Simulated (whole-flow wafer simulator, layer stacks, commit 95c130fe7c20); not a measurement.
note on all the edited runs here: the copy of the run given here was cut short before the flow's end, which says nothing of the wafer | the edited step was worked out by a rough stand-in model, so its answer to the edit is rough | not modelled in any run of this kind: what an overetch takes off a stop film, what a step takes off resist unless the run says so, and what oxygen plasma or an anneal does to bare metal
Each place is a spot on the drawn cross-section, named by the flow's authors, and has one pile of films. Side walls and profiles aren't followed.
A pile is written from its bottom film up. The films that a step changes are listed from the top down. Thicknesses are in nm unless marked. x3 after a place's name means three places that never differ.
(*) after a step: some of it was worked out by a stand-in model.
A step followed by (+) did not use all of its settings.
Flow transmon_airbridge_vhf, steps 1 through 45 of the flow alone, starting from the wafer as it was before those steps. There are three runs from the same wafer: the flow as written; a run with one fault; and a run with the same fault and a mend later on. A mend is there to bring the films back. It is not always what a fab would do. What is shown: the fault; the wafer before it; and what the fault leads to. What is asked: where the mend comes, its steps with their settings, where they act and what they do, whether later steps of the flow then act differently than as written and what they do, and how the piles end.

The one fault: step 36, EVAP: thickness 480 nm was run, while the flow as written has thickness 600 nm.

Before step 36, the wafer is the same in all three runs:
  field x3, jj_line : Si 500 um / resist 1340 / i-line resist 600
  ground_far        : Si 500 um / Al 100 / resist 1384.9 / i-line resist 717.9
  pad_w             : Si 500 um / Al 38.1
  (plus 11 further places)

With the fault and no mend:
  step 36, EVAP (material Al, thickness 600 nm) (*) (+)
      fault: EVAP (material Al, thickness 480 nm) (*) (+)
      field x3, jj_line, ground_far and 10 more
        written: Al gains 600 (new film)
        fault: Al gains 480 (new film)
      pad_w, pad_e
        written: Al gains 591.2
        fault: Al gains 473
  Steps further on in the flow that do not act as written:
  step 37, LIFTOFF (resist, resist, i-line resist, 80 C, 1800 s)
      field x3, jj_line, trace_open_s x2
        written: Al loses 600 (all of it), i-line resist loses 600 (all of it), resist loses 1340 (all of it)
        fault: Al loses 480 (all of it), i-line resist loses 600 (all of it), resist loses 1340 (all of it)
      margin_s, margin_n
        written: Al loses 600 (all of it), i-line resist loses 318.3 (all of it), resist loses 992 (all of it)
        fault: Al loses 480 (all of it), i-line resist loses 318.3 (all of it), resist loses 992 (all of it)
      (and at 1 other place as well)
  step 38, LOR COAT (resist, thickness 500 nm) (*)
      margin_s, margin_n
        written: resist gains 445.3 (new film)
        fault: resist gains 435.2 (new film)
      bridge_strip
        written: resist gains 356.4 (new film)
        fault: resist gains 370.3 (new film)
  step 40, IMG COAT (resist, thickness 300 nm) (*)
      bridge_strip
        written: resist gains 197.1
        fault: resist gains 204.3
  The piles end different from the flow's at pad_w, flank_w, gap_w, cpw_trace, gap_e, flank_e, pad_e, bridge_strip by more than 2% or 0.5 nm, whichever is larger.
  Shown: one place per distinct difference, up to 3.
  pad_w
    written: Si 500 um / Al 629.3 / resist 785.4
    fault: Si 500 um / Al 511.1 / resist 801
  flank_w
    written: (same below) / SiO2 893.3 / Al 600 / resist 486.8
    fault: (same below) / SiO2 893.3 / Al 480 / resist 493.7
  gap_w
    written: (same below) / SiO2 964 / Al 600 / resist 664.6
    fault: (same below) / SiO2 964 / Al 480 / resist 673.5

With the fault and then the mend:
  The mend follows step 36.
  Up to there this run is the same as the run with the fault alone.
  step 36a, EVAP (material Al, thickness 120 nm) (*) (+) (a further turn of the flow's step 36, with different settings)
      field x3, jj_line, ground_far and 10 more
        Al gains 120
      pad_w, pad_e
        Al gains 118.2
  Later steps of the flow that are run all act as written at every place that is followed, up to a difference of at most 2% or 0.5 nm, whichever is larger.
  The piles end only slightly different from the flow's at the places that both follow, by no more than 2% or 0.5 nm, whichever is larger.
